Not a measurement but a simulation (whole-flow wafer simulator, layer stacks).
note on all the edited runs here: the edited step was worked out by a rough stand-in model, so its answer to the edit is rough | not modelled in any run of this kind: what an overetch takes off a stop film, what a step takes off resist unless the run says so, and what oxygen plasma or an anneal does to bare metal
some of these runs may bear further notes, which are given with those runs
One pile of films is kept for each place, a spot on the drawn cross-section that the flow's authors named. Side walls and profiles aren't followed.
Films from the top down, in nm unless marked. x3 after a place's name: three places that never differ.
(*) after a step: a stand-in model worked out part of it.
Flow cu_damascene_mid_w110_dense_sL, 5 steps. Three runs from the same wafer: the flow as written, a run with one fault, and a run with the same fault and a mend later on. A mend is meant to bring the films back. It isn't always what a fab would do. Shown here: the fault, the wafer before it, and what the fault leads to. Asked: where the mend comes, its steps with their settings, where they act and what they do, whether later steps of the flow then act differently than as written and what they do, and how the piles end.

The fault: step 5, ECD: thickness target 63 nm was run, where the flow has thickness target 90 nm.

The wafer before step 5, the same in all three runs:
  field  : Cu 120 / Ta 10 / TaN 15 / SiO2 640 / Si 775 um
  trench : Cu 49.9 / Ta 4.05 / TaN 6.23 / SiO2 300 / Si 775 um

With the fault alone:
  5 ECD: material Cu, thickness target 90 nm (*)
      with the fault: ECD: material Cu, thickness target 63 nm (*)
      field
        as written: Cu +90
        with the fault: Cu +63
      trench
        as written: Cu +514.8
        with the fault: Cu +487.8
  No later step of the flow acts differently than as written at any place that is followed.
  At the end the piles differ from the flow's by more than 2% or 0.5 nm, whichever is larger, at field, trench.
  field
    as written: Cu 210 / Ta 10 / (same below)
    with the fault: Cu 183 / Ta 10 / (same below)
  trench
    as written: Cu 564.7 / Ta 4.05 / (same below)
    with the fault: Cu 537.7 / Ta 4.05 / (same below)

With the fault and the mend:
  The mend comes after step 5.
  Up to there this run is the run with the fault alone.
  5a ECD: material Cu, thickness target 27 nm (the flow's step 5 once more, with other settings)
      field, trench
        Cu +27
  No later step of the flow acts differently than as written at any place that is followed.
  At the end the piles are the same as the flow's at every place that both follow.
